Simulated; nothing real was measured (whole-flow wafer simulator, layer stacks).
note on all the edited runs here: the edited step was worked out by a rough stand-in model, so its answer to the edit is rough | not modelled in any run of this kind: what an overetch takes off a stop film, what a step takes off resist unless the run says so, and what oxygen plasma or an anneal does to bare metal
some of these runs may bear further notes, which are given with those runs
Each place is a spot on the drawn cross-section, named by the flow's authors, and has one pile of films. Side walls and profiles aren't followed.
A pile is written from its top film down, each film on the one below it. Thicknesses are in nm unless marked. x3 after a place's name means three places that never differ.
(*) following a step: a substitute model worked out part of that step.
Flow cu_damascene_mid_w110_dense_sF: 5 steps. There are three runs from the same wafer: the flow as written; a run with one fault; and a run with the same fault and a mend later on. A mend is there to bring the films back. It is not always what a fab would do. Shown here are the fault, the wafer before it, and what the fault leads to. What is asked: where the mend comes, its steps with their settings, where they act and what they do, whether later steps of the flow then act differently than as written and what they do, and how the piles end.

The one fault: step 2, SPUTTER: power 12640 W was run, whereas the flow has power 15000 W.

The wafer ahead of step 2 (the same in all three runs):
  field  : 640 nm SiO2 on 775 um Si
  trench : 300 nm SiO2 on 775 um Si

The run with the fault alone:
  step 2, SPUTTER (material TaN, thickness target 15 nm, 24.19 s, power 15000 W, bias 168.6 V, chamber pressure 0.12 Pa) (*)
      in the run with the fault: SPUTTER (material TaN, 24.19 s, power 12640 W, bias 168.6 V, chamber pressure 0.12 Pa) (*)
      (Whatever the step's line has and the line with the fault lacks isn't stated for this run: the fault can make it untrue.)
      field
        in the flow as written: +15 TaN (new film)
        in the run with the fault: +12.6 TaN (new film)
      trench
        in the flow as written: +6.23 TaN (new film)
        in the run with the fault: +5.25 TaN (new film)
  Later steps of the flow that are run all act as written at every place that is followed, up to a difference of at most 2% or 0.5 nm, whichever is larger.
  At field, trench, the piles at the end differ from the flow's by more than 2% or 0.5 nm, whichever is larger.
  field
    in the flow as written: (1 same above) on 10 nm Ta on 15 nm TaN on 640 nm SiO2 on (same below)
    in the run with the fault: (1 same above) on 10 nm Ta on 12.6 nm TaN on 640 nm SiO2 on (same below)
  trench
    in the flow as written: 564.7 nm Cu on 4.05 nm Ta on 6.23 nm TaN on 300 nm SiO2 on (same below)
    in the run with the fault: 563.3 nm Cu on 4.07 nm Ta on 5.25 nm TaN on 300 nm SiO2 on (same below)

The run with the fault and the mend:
  After step 2 comes the mend.
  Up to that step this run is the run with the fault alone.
  step 2a, SPUTTER (material TaN, 3.81 s, power 15000 W, bias 168.6 V, chamber pressure 0.12 Pa) (*) (the flow's step 2 again, with other settings)
      field
        +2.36 TaN
      trench
        +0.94 TaN
  Later steps of the flow that are run all act as written at every place that is followed, up to a difference of at most 2% or 0.5 nm, whichever is larger.
  At the end the piles are close to the flow's at the places that both follow, differing by at most 2% or 0.5 nm, whichever is larger.
